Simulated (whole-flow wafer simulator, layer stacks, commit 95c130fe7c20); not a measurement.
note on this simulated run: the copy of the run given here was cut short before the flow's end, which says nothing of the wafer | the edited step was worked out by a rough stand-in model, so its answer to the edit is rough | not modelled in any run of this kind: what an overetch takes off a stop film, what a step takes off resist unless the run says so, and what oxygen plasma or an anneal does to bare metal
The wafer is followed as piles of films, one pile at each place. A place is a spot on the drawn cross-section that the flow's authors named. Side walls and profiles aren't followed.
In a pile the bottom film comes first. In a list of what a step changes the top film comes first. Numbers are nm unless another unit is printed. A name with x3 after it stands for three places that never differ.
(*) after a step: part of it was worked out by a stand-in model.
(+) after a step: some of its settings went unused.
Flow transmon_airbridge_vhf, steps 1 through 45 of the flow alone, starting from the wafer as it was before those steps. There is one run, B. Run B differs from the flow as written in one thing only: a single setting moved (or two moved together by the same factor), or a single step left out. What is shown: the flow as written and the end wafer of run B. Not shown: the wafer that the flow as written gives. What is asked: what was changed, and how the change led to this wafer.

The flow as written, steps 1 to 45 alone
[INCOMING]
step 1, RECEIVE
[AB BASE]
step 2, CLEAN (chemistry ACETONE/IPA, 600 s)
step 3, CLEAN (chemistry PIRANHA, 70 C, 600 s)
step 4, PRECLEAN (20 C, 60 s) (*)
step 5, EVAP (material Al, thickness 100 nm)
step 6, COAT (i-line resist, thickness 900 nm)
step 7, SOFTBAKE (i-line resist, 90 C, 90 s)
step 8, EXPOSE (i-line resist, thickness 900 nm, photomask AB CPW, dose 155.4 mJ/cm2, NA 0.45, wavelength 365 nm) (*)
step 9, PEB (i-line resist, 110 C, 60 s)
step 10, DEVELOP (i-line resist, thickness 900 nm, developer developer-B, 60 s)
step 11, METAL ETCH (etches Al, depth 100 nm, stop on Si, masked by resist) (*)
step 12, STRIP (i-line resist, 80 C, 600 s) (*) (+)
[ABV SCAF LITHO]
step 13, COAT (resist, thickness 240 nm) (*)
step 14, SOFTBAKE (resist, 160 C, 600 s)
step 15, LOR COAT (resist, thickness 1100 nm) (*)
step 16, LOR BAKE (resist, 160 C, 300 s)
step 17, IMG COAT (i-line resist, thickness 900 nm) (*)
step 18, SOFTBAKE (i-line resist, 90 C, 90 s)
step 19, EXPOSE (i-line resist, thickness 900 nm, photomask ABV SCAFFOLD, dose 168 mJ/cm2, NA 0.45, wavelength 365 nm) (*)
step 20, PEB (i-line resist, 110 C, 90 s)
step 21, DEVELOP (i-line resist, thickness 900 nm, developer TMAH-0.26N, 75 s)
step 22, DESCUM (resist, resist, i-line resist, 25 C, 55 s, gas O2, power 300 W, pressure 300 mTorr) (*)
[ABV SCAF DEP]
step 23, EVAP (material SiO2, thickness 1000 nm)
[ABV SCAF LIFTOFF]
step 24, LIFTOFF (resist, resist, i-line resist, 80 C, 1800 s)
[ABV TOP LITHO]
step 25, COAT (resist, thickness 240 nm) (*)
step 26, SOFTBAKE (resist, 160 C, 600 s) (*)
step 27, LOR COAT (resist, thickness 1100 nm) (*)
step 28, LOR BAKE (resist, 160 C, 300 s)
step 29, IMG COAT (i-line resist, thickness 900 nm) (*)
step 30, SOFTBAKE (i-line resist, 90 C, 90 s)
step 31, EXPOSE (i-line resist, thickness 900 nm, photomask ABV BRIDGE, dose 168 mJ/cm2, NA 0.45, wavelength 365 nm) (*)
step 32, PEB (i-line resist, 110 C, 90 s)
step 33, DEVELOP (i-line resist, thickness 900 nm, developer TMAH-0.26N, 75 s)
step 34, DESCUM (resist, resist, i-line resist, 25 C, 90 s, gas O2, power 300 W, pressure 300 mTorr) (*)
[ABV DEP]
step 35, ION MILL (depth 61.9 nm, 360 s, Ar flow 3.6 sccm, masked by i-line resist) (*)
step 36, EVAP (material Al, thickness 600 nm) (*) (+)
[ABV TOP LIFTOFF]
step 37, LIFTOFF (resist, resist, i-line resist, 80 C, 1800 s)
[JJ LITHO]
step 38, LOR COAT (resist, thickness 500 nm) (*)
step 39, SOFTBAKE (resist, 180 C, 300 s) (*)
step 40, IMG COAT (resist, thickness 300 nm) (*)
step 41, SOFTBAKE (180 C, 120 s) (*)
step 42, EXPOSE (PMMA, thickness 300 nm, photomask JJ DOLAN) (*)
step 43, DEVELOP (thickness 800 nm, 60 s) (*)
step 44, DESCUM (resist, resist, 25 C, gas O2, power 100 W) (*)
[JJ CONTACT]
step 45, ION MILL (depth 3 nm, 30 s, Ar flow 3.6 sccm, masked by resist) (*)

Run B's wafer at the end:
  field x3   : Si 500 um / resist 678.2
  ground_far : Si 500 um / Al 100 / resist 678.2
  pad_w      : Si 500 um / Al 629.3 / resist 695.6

The reason: step 40, IMG COAT: thickness 210 nm was run, whereas the flow has thickness 300 nm.

Step by step, how the change led to this:
  step 40, IMG COAT (resist, thickness 300 nm) (*)
      field x3, jj_line, ground_far, trace_open_s x2: resist gains 210 (as written it would have been: resist gains 300)
      pad_w, pad_e: resist gains 210.3 (as written it would have been: resist gains 300.1)
      (also at 8 further places)
  step 43, DEVELOP (thickness 800 nm, 60 s) (*)
      jj_line: resist loses 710 (all of it) (as written it would have been: resist loses 800 (all of it))
